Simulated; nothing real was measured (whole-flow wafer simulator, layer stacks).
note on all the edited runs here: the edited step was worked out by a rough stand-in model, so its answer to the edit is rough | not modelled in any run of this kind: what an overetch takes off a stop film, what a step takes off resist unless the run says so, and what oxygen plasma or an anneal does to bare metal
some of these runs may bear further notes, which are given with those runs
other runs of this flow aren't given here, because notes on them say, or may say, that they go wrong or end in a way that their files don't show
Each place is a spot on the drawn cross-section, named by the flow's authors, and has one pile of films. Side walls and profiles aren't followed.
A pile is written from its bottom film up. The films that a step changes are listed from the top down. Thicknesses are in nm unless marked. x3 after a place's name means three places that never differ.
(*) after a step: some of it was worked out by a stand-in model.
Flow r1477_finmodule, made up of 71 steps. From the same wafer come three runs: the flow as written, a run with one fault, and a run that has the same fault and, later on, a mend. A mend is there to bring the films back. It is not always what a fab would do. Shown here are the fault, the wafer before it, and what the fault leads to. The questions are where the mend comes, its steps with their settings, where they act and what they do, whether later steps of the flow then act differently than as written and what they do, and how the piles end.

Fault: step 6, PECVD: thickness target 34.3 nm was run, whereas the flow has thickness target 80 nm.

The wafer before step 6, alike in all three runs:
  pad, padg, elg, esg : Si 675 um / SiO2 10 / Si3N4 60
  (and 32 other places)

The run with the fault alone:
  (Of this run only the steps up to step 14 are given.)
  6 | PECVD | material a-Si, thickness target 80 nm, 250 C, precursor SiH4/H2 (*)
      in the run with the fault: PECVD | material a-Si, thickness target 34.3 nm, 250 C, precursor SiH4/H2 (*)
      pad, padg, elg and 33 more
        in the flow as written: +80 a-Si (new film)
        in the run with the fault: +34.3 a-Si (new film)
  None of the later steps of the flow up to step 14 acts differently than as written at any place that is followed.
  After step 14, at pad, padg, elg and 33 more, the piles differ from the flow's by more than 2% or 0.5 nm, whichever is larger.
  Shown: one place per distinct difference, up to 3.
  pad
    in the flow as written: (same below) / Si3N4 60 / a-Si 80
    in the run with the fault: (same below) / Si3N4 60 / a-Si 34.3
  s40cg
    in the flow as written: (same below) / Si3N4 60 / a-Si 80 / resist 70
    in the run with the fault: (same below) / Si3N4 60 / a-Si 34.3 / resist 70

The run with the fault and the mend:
  After step 7 comes the mend.
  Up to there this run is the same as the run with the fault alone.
  7a | PECVD | material a-Si, thickness target 45.7 nm, 250 C, precursor SiH4/H2 (*) (the flow's step 6, run once more with other settings)
      pad, padg, elg and 33 more
        +45.7 a-Si
  None of the later steps of the flow acts differently than as written at any place that is followed.
  By the end, the piles equal the flow's at every place that both follow.
